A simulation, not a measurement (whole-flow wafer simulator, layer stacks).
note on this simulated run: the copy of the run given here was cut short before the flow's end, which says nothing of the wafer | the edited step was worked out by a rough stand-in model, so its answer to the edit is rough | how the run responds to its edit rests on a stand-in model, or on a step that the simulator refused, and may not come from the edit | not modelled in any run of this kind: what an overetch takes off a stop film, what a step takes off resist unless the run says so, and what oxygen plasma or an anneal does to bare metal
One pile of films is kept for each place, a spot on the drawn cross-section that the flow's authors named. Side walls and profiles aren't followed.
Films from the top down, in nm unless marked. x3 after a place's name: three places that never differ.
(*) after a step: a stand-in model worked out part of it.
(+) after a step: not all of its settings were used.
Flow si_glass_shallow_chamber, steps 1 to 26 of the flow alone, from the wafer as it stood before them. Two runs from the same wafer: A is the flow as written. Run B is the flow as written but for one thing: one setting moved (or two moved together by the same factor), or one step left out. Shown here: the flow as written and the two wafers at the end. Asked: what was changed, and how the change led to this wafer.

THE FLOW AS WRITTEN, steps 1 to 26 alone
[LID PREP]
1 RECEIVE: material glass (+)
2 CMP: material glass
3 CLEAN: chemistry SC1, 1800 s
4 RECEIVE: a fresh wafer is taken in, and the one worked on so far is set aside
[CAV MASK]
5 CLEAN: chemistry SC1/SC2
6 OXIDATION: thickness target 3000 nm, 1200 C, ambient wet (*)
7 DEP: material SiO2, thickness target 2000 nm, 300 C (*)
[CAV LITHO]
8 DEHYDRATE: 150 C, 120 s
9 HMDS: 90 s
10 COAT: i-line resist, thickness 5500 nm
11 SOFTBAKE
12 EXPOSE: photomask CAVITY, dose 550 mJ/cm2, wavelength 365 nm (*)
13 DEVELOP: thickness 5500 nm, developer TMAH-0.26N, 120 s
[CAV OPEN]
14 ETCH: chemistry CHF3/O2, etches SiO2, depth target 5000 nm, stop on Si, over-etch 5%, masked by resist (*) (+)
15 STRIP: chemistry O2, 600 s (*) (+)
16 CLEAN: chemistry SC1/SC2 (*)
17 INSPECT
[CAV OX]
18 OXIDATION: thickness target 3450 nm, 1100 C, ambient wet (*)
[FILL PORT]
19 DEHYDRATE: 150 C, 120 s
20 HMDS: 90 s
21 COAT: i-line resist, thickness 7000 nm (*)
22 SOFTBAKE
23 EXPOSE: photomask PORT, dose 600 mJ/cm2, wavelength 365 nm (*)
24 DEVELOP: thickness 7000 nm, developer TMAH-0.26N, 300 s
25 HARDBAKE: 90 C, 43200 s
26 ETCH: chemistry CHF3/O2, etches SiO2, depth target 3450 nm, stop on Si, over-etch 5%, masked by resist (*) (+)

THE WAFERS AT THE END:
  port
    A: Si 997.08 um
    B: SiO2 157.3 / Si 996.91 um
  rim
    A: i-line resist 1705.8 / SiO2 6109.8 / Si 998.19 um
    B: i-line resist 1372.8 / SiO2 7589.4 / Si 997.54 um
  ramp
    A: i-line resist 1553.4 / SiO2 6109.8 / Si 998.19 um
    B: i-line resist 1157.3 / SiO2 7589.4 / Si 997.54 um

The cause: step 6, OXIDATION: thickness target 4725 nm was run, where the flow has thickness target 3000 nm.

How the change led to this, step by step:
  6 OXIDATION: thickness target 3000 nm, 1200 C, ambient wet (*)
      rim, ramp, cav, port, septum, ring: A SiO2 +3000 (new film), chemical SiO2 -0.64 (all of it), Si -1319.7 | B SiO2 +4725 (new film), chemical SiO2 -0.64 (all of it), Si -2078.7
  14 ETCH: chemistry CHF3/O2, etches SiO2, depth target 5000 nm, stop on Si, over-etch 5%, masked by resist (*) (+)
      cav, port: A SiO2 -5000 (all of it), Si -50 | B SiO2 -5250
  15 STRIP: chemistry O2, 600 s (*) (+)
      cav, port: A chemical SiO2 +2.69 (new film), Si -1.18 | B nothing
  18 OXIDATION: thickness target 3450 nm, 1100 C, ambient wet (*)
      cav, port: A SiO2 +3450 (new film), chemical SiO2 -2.69 (all of it), Si -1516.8 | B SiO2 +2304.8, Si -1014.1
      rim, ramp, septum, ring: A SiO2 +1109.8, Si -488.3 | B SiO2 +864.4, Si -380.4
  21 COAT: i-line resist, thickness 7000 nm (*)
      rim: A i-line resist +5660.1 (new film) | B i-line resist +5419.8 (new film)
      ramp: A i-line resist +5087.8 (new film) | B i-line resist +4757.8 (new film)
  22 SOFTBAKE
      rim: A i-line resist -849 | B i-line resist -953.2
      ramp: A i-line resist -434.5 | B i-line resist -513.7
      (and at 3 more places)
  25 HARDBAKE: 90 C, 43200 s
      rim: A i-line resist -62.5 | B i-line resist -50.9
      ramp: A i-line resist -57.1 | B i-line resist -44
      (and at 1 more place)
  26 ETCH: chemistry CHF3/O2, etches SiO2, depth target 3450 nm, stop on Si, over-etch 5%, masked by resist (*) (+)
      port: A SiO2 -3450 (all of it), Si -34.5 | B SiO2 -3622.5
